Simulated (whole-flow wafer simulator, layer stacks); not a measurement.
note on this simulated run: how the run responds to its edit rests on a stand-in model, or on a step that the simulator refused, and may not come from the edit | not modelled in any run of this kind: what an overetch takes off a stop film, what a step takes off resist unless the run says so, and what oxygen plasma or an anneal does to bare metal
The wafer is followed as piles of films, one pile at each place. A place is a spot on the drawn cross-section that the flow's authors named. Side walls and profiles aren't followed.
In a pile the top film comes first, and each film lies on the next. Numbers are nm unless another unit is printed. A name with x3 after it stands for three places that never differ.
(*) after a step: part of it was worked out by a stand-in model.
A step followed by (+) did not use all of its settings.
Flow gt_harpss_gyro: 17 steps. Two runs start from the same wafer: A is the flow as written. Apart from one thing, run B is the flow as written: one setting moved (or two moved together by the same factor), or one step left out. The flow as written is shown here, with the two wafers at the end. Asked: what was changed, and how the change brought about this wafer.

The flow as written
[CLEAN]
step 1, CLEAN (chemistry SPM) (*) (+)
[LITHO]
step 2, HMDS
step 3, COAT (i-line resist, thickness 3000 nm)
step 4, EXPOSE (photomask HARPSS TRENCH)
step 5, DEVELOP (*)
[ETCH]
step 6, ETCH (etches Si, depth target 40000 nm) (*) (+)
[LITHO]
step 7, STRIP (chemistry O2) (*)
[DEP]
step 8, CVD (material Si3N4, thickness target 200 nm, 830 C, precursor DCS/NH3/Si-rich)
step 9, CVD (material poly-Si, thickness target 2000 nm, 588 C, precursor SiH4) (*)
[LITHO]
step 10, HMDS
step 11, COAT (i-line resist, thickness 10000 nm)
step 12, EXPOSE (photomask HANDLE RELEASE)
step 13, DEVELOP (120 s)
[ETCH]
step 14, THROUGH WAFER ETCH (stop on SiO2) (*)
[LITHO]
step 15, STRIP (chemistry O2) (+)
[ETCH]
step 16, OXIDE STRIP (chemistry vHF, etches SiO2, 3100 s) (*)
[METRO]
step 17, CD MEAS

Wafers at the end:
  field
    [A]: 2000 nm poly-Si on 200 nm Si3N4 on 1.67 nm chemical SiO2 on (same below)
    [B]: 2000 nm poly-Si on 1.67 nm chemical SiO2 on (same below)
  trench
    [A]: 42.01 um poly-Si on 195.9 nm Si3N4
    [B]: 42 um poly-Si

What caused this: step 8, CVD: material Si3N4, thickness target 200 nm, 830 C, precursor DCS/NH3/Si-rich, was omitted.

Step by step, how the change led to this:
  step 9, CVD (material poly-Si, thickness target 2000 nm, 588 C, precursor SiH4) (*)
      trench: A +42.01 um poly-Si (new film) | B +42 um poly-Si (new film)
